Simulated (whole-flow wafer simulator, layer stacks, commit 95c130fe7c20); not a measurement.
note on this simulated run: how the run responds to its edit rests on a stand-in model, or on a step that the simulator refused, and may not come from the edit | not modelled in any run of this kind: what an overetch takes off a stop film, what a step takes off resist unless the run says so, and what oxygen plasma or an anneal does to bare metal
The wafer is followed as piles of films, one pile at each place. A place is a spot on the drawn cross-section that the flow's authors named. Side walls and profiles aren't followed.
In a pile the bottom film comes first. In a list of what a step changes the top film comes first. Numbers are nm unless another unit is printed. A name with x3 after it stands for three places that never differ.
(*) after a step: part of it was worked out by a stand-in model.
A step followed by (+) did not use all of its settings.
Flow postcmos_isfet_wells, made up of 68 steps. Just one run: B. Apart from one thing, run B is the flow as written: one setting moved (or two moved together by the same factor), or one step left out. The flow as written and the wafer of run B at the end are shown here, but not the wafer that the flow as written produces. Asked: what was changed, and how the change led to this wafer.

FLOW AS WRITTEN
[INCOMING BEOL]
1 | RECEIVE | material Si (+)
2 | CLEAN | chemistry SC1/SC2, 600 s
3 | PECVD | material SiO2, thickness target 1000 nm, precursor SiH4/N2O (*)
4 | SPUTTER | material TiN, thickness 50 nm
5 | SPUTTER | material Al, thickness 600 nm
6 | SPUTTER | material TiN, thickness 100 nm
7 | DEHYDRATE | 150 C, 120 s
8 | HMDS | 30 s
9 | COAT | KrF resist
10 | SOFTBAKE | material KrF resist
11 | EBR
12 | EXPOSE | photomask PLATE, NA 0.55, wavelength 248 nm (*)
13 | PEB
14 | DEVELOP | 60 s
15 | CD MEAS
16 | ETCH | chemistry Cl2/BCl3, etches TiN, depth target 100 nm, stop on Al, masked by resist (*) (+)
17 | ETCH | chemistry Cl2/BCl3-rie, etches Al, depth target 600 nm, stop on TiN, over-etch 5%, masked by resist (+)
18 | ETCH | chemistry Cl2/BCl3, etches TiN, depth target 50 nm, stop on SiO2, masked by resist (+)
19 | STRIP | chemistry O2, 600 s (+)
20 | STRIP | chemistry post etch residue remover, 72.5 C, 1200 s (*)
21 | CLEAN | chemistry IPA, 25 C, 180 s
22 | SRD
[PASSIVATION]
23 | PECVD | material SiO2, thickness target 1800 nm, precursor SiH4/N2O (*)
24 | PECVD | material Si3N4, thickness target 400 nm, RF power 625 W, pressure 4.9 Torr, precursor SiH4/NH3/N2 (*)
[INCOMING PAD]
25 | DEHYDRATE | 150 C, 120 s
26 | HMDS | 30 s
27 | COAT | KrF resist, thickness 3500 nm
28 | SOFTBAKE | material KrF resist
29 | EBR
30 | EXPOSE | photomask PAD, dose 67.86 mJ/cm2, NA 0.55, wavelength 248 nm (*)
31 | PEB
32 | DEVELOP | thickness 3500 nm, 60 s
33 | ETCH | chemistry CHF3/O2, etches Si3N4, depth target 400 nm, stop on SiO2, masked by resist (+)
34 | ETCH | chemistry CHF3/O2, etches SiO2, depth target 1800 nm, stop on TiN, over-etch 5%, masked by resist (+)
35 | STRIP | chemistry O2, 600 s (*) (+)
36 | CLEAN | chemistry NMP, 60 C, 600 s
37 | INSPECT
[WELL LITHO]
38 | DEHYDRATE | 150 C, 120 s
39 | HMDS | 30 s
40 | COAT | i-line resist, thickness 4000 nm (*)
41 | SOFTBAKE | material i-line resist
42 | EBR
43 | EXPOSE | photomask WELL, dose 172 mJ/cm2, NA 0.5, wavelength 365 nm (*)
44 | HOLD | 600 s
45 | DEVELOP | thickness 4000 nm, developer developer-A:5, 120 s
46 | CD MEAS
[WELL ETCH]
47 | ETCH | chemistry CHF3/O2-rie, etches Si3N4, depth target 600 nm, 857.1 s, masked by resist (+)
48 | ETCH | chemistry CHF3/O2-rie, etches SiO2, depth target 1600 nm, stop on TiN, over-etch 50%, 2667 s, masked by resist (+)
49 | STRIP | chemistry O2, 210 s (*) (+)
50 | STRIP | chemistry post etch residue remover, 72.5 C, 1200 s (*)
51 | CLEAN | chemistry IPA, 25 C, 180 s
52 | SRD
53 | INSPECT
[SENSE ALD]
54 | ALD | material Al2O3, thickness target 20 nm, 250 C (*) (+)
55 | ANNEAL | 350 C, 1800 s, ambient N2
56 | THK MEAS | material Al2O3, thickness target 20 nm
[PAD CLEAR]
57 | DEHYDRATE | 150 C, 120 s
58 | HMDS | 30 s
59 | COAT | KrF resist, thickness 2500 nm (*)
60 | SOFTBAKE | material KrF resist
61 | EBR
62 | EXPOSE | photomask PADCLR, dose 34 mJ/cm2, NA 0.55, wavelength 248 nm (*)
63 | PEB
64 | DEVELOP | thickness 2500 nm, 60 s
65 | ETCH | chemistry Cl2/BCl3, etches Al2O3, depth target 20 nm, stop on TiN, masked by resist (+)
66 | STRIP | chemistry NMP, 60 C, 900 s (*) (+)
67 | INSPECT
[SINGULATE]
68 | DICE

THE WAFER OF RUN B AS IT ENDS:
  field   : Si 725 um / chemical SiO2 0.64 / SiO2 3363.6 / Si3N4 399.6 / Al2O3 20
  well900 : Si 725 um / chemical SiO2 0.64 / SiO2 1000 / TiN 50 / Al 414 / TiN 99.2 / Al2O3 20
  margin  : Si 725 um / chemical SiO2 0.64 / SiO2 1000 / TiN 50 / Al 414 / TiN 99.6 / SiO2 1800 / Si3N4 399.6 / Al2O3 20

Cause: step 5, SPUTTER: thickness 414 nm was run, though the flow has thickness 600 nm.
One can read it off the wafer: well900 has Al 414, and step 5 as written asks for 600 nm.

Step by step, how the change led to this:
  5 | SPUTTER | material Al, thickness 600 nm
      field, margin, well900, well1300 x3, pad_rim, pad_clr, pad_open: Al gains 414 (new film) (it would be, as written: Al gains 600 (new film))
  17 | ETCH | chemistry Cl2/BCl3-rie, etches Al, depth target 600 nm, stop on TiN, over-etch 5%, masked by resist (+)
      margin, well900, well1300 x3, pad_rim, pad_clr, pad_open: KrF resist loses 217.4 (it would be, as written: KrF resist loses 300)
      field: Al loses 414 (all of it) (it would be, as written: Al loses 600 (all of it))
  19 | STRIP | chemistry O2, 600 s (+)
      margin, well900, well1300 x3, pad_rim, pad_clr, pad_open: KrF resist loses 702 (all of it) (it would be, as written: KrF resist loses 619.4 (all of it))
  23 | PECVD | material SiO2, thickness target 1800 nm, precursor SiH4/N2O (*)
      field: SiO2 gains 2363.6 (it would be, as written: SiO2 gains 1800 (new film), void gains 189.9 (new film), SiO2 gains 559.7)
